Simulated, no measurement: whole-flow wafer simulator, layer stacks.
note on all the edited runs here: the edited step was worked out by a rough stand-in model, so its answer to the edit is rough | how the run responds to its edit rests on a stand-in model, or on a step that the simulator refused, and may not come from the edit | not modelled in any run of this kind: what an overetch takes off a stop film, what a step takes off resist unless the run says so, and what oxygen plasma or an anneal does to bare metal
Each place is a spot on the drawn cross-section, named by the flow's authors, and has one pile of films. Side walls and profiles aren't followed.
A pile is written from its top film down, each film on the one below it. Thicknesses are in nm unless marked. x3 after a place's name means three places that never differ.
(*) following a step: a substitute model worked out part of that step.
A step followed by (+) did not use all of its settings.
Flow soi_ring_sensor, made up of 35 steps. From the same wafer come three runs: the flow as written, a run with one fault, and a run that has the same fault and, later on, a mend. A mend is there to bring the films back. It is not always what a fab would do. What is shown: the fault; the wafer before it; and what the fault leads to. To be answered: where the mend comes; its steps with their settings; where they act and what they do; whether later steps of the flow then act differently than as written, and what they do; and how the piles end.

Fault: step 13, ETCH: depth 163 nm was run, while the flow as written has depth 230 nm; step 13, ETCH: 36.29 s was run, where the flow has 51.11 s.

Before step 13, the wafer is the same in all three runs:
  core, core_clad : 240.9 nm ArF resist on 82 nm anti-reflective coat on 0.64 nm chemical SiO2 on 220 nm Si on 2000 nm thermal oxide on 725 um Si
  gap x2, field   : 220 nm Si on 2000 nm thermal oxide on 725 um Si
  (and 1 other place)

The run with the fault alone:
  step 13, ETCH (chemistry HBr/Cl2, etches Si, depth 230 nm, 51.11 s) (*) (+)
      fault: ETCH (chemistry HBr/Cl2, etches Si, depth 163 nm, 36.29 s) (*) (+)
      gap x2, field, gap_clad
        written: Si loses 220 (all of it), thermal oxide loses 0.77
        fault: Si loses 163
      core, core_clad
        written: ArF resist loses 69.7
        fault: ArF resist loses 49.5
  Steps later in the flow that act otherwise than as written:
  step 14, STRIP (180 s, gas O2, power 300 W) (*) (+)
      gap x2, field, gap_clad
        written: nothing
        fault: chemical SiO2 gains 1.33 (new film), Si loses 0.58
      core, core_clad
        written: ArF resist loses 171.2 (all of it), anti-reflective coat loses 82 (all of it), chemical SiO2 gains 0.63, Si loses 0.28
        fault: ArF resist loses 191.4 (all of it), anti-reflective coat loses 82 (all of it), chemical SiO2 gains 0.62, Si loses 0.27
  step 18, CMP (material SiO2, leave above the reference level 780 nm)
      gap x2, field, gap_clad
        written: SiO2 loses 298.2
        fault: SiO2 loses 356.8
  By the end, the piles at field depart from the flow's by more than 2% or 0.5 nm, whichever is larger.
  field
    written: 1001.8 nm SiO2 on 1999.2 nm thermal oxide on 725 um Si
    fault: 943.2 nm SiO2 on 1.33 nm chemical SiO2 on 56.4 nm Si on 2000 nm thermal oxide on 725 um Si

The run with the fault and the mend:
  After step 13 comes the mend.
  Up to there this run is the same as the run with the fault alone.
  step 13a, ETCH (chemistry HBr/Cl2, etches Si, depth 67 nm, 14.89 s) (*) (+) (the flow's step 13, run once more with other settings)
      gap x2, field, gap_clad
        Si loses 57 (all of it), thermal oxide loses 0.77
      core, core_clad
        ArF resist loses 20.3
  Every later step of the flow that is run acts as written, at every place that is followed, to within 2% or 0.5 nm, whichever is larger.
  By the end, the piles equal the flow's at every place that both follow.
